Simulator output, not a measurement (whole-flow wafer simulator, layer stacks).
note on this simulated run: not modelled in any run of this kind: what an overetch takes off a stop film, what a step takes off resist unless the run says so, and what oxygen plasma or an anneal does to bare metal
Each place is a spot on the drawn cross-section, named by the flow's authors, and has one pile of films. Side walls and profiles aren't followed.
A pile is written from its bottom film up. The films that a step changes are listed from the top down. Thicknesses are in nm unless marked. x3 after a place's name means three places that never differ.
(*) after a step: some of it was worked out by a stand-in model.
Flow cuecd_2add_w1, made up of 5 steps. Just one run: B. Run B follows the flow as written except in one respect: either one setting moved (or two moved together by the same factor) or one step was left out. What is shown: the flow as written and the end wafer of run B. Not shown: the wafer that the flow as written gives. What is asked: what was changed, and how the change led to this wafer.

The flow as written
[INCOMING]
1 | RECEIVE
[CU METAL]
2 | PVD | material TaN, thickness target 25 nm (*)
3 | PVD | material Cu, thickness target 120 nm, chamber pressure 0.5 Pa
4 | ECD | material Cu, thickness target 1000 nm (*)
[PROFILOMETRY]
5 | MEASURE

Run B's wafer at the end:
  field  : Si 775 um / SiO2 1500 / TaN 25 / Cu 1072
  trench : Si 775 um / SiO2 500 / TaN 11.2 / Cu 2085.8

What caused this: step 3, PVD: thickness target 72 nm was run, whereas the flow has thickness target 120 nm.

The path from the change to this, step by step:
  3 | PVD | material Cu, thickness target 120 nm, chamber pressure 0.5 Pa
      field: +72 Cu (new film) (as written it would have been: +120 Cu (new film))
      trench: +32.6 Cu (new film) (as written it would have been: +53.6 Cu (new film))
